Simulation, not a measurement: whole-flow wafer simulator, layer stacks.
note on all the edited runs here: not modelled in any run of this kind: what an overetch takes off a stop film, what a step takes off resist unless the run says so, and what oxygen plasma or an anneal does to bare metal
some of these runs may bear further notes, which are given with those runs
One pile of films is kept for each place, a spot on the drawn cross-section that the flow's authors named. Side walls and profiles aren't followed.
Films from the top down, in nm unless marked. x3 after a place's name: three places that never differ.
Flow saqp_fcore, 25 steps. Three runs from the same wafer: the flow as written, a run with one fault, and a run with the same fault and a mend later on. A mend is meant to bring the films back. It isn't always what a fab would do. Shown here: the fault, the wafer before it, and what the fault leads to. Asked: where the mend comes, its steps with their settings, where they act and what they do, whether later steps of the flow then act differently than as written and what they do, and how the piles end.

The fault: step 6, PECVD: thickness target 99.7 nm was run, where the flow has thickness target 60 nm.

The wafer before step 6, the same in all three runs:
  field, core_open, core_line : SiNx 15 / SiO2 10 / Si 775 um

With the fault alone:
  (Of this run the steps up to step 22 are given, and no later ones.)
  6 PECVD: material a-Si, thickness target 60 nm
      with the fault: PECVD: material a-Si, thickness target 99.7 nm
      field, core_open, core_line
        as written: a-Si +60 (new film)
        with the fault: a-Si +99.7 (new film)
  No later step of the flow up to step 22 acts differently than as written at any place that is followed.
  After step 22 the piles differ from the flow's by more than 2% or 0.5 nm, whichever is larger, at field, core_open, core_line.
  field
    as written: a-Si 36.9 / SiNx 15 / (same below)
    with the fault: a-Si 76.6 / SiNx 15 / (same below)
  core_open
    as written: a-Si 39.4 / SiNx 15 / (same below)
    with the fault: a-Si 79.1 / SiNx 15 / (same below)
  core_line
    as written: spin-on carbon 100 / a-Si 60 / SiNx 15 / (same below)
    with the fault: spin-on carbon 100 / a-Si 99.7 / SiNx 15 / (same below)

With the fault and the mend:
  The mend comes after step 7.
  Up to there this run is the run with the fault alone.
  7a ETCH: chemistry tmah, depth target 114.7 nm
      field, core_open, core_line
        a-Si -99.7 (all of it)
  7b PECVD: material a-Si, thickness target 60 nm (the flow's step 6 once more)
      field, core_open, core_line
        a-Si +60 (new film)
  No later step of the flow acts differently than as written at any place that is followed.
  At the end the piles are the same as the flow's at every place that both follow.
